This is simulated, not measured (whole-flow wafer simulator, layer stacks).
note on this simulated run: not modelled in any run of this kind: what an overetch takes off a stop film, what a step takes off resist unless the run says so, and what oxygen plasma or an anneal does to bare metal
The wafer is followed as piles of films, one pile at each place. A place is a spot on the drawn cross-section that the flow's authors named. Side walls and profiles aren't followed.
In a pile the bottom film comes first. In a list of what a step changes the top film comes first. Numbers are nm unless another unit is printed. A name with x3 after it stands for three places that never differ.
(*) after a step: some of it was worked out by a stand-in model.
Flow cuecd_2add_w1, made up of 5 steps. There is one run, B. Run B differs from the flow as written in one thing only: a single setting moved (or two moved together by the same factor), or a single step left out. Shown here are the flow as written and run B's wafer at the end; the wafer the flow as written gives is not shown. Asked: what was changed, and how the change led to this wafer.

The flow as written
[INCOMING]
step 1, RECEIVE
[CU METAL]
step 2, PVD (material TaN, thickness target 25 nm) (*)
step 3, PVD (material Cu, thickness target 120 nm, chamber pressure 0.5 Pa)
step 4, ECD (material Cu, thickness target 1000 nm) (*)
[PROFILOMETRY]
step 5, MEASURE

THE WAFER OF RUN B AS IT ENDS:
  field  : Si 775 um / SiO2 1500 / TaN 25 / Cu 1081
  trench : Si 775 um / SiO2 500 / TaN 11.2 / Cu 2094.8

Cause: step 3, PVD: thickness target 81 nm was run, whereas the flow has thickness target 120 nm.

Step by step, how the change led to this:
  step 3, PVD (material Cu, thickness target 120 nm, chamber pressure 0.5 Pa)
      field: Cu gains 81 (new film) (in the flow as written it would be: Cu gains 120 (new film))
      trench: Cu gains 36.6 (new film) (in the flow as written it would be: Cu gains 53.6 (new film))
